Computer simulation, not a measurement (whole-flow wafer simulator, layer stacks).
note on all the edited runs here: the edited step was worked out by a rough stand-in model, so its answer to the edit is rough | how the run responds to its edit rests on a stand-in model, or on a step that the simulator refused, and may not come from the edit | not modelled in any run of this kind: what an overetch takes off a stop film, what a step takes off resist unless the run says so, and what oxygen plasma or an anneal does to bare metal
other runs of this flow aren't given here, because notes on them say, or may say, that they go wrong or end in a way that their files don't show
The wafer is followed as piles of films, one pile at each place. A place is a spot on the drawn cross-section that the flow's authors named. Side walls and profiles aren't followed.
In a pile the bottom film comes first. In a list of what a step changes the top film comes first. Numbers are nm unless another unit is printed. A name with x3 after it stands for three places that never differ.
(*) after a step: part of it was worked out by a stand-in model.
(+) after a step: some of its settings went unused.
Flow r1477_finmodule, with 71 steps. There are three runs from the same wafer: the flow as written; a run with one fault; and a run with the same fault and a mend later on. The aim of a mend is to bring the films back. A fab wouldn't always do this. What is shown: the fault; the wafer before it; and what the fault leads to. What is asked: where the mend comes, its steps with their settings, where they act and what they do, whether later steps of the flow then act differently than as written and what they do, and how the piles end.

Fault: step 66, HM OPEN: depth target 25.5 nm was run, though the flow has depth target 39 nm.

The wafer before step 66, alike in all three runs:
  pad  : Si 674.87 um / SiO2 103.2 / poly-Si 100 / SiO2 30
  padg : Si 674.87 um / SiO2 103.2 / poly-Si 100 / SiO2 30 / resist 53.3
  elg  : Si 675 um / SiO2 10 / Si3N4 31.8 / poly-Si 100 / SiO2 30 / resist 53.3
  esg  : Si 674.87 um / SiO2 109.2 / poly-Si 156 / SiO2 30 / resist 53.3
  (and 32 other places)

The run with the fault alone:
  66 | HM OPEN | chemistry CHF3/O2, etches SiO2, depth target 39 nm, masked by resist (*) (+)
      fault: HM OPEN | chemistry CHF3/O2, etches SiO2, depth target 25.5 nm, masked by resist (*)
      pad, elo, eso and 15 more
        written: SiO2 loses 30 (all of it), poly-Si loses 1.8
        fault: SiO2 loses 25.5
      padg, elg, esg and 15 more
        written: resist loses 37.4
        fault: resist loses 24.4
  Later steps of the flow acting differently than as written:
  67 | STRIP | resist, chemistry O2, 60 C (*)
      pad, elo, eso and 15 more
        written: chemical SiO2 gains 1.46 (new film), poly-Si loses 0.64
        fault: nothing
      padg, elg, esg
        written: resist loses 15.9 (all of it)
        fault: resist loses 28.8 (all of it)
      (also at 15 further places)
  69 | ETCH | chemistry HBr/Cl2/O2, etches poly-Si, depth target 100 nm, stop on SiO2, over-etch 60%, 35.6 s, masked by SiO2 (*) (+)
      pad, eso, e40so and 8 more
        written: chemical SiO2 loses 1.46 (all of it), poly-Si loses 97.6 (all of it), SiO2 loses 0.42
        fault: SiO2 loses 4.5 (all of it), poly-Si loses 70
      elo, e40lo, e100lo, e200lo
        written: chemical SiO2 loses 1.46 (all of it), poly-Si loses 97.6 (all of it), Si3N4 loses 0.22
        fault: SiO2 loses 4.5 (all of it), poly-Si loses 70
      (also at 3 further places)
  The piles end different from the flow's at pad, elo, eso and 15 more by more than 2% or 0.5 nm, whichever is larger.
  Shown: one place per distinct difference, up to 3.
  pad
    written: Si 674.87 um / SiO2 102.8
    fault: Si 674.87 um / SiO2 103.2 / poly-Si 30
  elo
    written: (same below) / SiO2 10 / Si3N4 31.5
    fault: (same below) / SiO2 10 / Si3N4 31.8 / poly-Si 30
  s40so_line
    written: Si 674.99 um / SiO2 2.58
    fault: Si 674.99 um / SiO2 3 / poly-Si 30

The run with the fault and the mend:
  After step 67 comes the mend.
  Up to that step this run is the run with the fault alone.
  67a | DEHYDRATE | 150 C, 120 s (the flow's step 59, run once more)
      leaves every film unchanged at each place that is followed
  67b | COAT | resist, thickness 70 nm (*) (the flow's step 60, run once more)
      e40lg, e100lg, e200lg, e40lo, e100lo, e200lo
        resist gains 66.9 (new film)
      s40sg, s45sg, s40so, s45so
        resist gains 91 (new film)
      s40sg_line, s45sg_line, s40so_line, s45so_line
        resist gains 68.5 (new film)
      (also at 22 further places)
  67c | SOFTBAKE | 180 C, 180 s (*) (the flow's step 61, run once more)
      leaves every film unchanged at each place that is followed
  67d | EXPOSE | resist, photomask GATE (the flow's step 62, run once more)
      leaves every film unchanged at each place that is followed
  67e | DEVELOP (*) (the flow's step 63, run once more)
      e40lo, e100lo, e200lo
        resist loses 66.9 (all of it)
      s40so, s45so
        resist loses 91 (all of it)
      s40so_line, s45so_line
        resist loses 68.5 (all of it)
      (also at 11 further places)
  67f | DESCUM | chemistry O2, 20 C, 10 s (*) (the flow's step 65, run once more)
      padg, elg, esg and 15 more
        resist loses 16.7
  67g | HM OPEN | chemistry CHF3/O2, etches SiO2, depth target 13.5 nm, masked by resist (*) (+) (the flow's step 66, run once more with other settings)
      pad, elo, eso and 15 more
        SiO2 loses 4.5 (all of it), poly-Si loses 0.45
      padg, elg, esg and 15 more
        resist loses 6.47
  67h | STRIP | resist, chemistry O2, 60 C (*) (the flow's step 67, run once more)
      pad, elo, eso and 15 more
        chemical SiO2 gains 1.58 (new film), poly-Si loses 0.7
      e40lg, e100lg, e200lg
        resist loses 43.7 (all of it)
      elg, esg
        resist loses 46.8 (all of it)
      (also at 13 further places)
  None of the later steps of the flow differs from how it acts as written, at any place that is followed, by more than 2% or 0.5 nm, whichever is larger.
  The piles end only slightly different from the flow's at the places that both follow, by no more than 2% or 0.5 nm, whichever is larger.
